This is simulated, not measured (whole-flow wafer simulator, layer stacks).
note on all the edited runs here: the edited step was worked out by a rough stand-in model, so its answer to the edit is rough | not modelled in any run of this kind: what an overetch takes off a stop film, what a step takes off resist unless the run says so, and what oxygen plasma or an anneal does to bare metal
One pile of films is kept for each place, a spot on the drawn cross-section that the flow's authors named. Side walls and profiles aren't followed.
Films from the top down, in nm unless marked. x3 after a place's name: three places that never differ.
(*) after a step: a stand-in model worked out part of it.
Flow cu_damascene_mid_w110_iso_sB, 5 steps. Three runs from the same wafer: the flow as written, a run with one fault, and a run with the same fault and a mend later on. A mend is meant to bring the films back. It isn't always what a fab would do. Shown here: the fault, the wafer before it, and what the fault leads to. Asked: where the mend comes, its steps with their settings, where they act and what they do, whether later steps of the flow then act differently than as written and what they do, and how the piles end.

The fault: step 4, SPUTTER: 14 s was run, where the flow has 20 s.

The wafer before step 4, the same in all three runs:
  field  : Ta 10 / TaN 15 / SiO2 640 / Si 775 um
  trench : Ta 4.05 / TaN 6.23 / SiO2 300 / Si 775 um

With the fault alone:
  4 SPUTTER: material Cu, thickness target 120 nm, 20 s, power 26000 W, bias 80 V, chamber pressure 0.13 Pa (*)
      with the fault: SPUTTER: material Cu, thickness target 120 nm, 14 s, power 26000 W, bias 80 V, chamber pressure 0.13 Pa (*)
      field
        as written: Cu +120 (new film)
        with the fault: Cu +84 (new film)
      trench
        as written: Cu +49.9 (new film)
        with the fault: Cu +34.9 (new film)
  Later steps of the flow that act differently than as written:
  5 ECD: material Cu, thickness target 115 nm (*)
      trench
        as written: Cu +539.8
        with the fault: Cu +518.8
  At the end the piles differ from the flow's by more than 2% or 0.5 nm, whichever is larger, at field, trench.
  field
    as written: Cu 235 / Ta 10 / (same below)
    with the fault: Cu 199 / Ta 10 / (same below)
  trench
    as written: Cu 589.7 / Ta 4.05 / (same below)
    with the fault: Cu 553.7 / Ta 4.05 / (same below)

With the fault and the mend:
  The mend comes after step 4.
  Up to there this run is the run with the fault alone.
  4a SPUTTER: material Cu, thickness target 120 nm, 6 s, power 26000 W, bias 80 V, chamber pressure 0.13 Pa (*) (the flow's step 4 once more, with other settings)
      field
        Cu +36
      trench
        Cu +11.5
  No later step of the flow acts differently than as written, at any place that is followed, by more than 2% or 0.5 nm, whichever is larger.
  At the end the piles are the same as the flow's at every place that both follow.
